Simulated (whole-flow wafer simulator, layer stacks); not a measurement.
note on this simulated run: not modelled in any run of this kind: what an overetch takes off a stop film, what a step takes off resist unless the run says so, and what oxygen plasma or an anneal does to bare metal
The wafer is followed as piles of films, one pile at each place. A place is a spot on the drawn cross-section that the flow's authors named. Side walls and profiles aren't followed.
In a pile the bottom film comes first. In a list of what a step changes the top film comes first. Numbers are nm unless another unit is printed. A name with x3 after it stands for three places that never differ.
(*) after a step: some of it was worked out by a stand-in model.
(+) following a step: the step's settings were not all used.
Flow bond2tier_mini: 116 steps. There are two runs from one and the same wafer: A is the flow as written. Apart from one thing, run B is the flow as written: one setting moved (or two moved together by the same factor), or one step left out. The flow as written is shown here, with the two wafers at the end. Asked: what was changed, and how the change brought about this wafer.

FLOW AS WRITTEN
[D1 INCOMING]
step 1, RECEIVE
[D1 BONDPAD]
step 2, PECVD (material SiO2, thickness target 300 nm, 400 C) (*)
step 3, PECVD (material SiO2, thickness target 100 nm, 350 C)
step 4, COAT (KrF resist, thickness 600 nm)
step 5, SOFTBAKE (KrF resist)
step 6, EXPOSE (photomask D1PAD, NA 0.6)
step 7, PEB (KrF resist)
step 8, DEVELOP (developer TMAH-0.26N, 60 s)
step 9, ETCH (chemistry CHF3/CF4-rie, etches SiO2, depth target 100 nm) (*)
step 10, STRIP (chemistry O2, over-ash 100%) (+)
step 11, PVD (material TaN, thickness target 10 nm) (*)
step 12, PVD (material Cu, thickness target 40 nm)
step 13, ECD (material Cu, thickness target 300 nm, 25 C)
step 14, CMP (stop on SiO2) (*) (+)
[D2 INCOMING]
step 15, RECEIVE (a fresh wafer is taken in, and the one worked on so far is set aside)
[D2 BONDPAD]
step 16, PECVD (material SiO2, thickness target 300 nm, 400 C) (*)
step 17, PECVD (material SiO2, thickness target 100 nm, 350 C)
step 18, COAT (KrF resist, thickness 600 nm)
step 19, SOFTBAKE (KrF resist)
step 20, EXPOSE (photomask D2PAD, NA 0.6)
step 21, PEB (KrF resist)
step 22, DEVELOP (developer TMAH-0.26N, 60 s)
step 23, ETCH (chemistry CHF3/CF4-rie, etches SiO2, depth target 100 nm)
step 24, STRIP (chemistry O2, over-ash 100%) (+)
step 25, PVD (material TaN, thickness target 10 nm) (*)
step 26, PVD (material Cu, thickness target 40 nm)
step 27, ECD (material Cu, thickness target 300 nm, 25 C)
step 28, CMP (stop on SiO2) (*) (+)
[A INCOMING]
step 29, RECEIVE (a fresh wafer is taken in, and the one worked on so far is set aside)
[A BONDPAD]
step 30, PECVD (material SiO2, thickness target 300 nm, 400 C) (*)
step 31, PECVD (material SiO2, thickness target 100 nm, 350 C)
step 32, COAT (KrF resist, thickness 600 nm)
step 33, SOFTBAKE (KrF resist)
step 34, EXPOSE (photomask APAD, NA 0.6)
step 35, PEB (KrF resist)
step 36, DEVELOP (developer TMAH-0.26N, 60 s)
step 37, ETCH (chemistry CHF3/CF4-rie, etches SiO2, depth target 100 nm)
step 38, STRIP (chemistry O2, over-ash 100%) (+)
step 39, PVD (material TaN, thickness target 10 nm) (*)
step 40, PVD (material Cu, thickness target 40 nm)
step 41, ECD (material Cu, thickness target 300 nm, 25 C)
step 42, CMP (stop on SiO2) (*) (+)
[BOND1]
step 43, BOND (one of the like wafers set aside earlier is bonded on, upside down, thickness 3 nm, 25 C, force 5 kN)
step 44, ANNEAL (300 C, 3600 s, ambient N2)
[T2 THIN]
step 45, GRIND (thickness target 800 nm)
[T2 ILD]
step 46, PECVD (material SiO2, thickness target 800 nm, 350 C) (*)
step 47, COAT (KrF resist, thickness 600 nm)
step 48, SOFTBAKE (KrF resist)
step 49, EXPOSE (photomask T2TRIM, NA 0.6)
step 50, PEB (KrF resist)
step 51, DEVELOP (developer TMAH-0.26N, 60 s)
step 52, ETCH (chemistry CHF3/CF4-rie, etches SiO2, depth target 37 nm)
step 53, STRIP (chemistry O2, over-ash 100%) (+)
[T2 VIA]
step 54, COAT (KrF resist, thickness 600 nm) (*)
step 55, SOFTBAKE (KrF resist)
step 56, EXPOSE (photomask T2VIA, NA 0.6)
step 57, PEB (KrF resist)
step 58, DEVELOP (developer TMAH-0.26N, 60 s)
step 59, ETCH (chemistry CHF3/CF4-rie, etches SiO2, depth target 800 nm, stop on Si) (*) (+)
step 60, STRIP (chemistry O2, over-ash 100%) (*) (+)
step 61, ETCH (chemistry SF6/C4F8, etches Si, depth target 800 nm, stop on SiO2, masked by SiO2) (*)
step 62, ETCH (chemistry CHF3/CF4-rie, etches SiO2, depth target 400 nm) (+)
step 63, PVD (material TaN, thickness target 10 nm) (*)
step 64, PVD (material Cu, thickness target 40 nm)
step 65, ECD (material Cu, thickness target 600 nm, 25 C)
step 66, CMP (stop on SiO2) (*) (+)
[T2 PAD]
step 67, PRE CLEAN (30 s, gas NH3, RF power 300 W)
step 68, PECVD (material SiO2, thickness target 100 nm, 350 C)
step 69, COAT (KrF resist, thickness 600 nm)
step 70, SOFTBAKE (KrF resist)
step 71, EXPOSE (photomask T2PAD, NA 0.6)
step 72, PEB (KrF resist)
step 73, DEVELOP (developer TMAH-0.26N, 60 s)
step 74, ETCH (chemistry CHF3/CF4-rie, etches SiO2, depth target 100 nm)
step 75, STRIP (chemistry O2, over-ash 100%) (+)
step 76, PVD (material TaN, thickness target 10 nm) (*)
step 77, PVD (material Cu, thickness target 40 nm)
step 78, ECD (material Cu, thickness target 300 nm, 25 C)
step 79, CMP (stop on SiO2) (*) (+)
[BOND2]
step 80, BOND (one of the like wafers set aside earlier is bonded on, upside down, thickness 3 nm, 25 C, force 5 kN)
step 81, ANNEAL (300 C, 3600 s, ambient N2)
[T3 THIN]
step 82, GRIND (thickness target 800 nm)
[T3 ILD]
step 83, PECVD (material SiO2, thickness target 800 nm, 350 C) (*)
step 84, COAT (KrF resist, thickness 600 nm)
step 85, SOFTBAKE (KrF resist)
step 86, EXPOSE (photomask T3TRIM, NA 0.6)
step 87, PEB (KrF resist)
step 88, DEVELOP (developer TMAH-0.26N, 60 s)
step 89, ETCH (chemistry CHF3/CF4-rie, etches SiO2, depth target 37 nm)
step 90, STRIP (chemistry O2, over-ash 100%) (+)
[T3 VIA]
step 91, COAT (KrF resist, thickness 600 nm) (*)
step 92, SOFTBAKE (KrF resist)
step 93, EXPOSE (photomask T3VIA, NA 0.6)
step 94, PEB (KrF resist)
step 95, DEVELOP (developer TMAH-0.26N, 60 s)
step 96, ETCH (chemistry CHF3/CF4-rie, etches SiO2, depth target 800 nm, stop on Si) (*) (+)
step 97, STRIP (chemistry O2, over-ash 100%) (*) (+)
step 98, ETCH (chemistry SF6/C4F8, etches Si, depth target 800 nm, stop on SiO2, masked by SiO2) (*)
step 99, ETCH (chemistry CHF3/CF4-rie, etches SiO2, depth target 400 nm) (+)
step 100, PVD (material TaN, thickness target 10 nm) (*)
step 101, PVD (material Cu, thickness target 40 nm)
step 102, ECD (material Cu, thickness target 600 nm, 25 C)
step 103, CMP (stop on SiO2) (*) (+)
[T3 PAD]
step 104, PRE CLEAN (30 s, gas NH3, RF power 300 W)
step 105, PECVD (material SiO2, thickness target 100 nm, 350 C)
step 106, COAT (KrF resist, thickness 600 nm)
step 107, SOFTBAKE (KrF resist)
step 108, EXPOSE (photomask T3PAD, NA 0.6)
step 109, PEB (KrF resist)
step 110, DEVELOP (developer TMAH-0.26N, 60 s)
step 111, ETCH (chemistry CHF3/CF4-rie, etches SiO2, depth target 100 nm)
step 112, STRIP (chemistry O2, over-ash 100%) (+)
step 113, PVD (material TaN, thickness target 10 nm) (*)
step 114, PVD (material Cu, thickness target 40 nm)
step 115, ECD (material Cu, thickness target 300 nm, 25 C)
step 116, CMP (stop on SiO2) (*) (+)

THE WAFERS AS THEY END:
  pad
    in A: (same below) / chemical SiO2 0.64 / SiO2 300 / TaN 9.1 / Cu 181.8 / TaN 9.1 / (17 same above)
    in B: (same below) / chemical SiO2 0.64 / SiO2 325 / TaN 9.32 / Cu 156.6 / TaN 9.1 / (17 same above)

The reason: step 37, ETCH: depth target 75 nm was run, though the flow has depth target 100 nm.

How this came from the change, step by step:
  step 37, ETCH (chemistry CHF3/CF4-rie, etches SiO2, depth target 100 nm)
      pad, via: A -100 SiO2 | B -75 SiO2
      field: A -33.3 KrF resist | B -25 KrF resist
  step 40, PVD (material Cu, thickness target 40 nm)
      pad: A +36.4 Cu (new film) | B +37.3 Cu (new film)
  step 41, ECD (material Cu, thickness target 300 nm, 25 C)
      pad: A +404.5 Cu | B +378.4 Cu
      via: A +400.2 Cu | B +375.1 Cu
